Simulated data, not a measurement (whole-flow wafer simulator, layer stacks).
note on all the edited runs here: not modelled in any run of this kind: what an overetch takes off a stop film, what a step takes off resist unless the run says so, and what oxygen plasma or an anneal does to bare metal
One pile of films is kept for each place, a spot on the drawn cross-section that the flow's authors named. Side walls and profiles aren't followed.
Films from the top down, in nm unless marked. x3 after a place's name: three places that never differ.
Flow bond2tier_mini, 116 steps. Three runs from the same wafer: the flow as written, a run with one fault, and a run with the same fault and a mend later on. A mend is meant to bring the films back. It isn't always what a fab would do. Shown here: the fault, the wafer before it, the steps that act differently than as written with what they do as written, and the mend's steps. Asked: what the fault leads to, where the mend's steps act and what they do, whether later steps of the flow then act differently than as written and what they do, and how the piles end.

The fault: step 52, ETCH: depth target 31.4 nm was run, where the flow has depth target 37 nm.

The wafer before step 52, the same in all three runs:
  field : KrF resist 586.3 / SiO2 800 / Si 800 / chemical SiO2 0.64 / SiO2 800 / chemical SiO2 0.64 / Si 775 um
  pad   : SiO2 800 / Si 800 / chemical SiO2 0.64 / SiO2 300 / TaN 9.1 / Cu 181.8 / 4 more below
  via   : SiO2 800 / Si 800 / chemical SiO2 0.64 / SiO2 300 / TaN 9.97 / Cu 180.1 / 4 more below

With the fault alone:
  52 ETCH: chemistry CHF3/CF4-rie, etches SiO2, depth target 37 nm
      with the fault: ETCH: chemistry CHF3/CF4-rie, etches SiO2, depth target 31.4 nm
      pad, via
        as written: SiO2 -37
        with the fault: SiO2 -31.4
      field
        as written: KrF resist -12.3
        with the fault: KrF resist -10.5
  No later step of the flow acts differently than as written, at any place that is followed, by more than 2% or 0.5 nm, whichever is larger.
  At the end the piles differ from the flow's by more than 2% or 0.5 nm, whichever is larger, at pad.
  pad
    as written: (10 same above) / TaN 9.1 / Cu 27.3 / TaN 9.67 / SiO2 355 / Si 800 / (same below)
    with the fault: (10 same above) / TaN 9.1 / Cu 21.7 / TaN 9.72 / SiO2 360.6 / Si 800 / (same below)

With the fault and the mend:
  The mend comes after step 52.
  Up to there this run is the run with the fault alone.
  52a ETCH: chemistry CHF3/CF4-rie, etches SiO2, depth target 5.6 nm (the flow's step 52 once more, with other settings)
      pad, via
        SiO2 -5.6
      field
        KrF resist -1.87
  No later step of the flow acts differently than as written at any place that is followed.
  At the end the piles are the same as the flow's at every place that both follow.
